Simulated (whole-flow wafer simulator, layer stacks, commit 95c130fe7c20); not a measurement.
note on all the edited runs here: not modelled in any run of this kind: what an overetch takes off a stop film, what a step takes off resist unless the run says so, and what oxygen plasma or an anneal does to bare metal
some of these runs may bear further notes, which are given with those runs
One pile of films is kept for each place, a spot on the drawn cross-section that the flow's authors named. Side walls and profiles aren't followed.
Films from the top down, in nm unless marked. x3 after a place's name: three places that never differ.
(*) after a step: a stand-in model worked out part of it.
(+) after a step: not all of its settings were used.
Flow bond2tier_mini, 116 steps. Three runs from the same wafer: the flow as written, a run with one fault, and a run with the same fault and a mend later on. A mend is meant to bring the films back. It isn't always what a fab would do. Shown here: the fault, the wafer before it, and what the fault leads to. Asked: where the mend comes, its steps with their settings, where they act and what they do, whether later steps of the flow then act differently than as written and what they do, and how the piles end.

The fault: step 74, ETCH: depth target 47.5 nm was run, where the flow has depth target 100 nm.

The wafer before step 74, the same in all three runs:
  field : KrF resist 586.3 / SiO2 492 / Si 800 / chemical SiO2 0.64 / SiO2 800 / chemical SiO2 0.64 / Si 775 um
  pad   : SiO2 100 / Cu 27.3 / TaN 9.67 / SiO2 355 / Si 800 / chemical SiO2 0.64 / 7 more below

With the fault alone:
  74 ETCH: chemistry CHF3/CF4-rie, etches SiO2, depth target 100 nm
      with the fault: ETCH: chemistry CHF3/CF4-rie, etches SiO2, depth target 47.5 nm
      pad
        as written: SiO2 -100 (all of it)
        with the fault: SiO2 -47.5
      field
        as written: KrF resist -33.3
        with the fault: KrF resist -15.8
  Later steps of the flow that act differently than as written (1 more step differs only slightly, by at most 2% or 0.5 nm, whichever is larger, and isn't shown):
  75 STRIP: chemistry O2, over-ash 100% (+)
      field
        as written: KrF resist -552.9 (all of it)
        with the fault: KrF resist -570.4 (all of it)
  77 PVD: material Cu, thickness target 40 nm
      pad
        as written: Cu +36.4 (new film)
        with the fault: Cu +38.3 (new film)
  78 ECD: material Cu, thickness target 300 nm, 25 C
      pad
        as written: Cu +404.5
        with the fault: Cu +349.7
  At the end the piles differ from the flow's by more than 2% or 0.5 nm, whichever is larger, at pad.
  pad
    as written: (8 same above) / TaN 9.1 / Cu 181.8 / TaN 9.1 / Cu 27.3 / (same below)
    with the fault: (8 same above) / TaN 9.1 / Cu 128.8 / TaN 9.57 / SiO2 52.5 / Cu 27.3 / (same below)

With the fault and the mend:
  The mend comes after step 75.
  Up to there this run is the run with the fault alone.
  75a COAT: KrF resist, thickness 600 nm (*) (the flow's step 69 once more)
      field
        KrF resist +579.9 (new film)
      pad
        KrF resist +621 (new film)
  75b SOFTBAKE: KrF resist (the flow's step 70 once more)
      changes no film at any place that is followed
  75c EXPOSE: photomask T2PAD, NA 0.6 (the flow's step 71 once more)
      changes no film at any place that is followed
  75d PEB: KrF resist (the flow's step 72 once more)
      changes no film at any place that is followed
  75e DEVELOP: developer TMAH-0.26N, 60 s (the flow's step 73 once more)
      field
        KrF resist -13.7
      pad
        KrF resist -621 (all of it)
  75f ETCH: chemistry CHF3/CF4-rie, etches SiO2, depth target 52.5 nm (the flow's step 74 once more, with other settings)
      field
        KrF resist -17.5
      pad
        SiO2 -52.5 (all of it)
  75g STRIP: chemistry O2, over-ash 100% (+) (the flow's step 75 once more)
      field
        KrF resist -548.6 (all of it)
  No later step of the flow acts differently than as written at any place that is followed.
  At the end the piles are the same as the flow's at every place that both follow.
